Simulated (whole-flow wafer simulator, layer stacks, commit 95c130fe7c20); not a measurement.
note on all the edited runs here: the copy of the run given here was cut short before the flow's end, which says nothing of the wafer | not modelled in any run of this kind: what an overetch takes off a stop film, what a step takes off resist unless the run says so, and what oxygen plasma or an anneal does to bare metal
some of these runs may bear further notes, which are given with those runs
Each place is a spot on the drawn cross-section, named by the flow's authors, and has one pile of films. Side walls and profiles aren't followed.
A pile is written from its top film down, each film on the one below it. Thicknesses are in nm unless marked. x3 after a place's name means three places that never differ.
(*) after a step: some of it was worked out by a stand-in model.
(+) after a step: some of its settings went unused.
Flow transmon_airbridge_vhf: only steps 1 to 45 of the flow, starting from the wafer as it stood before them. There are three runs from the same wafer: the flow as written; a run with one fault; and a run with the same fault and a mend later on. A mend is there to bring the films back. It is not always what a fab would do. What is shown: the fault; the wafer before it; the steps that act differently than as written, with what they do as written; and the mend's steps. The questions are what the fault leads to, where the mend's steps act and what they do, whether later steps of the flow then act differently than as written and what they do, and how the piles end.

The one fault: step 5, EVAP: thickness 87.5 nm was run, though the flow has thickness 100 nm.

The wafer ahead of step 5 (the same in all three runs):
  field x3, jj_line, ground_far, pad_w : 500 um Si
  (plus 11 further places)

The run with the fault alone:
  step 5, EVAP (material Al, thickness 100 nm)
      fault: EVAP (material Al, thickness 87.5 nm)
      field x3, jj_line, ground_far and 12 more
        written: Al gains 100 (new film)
        fault: Al gains 87.5 (new film)
  Steps further on in the flow that do not act as written (19 other steps are not shown; they differ only slightly, by no more than 2% or 0.5 nm, whichever is larger):
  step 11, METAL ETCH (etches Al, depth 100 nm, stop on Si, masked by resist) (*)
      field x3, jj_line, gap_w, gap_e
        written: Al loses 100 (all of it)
        fault: Al loses 87.5 (all of it)
  At ground_far, flank_w, cpw_trace, flank_e, trace_open_s x2, margin_s, bridge_strip, margin_n, the piles at the end differ from the flow's by more than 2% or 0.5 nm, whichever is larger.
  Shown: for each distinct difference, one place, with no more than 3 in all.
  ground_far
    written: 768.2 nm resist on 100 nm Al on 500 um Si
    fault: 768.2 nm resist on 87.5 nm Al on 500 um Si
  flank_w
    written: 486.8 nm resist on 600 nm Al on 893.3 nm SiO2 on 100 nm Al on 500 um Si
    fault: 488.1 nm resist on 600 nm Al on 893.3 nm SiO2 on 87.5 nm Al on 500 um Si
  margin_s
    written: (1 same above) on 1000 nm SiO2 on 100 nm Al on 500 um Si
    fault: (1 same above) on 1000 nm SiO2 on 87.5 nm Al on 500 um Si

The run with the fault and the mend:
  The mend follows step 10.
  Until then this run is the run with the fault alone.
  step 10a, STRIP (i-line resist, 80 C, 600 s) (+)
      ground_far, pad_w, flank_w and 8 more
        i-line resist loses 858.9 (all of it)
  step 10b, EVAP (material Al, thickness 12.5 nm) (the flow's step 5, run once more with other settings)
      field x3, jj_line, ground_far and 12 more
        Al gains 12.5
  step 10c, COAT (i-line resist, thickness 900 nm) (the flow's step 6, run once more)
      field x3, jj_line, ground_far and 12 more
        i-line resist gains 900 (new film)
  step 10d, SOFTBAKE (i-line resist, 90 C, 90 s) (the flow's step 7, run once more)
      alters no film at any place that is followed
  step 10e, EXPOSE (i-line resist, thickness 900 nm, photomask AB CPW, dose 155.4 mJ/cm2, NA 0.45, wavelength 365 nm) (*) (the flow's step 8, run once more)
      alters no film at any place that is followed
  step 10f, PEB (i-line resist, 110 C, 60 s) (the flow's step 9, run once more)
      field x3, jj_line, ground_far and 12 more
        i-line resist loses 41
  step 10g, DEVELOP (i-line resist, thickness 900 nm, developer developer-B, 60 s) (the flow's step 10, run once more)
      ground_far, pad_w, flank_w and 8 more
        i-line resist loses 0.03
      field x3, jj_line, gap_w, gap_e
        i-line resist loses 859 (all of it)
  Later steps of the flow that are run all act as written at every place that is followed.
  By the end, the piles equal the flow's at every place that both follow.
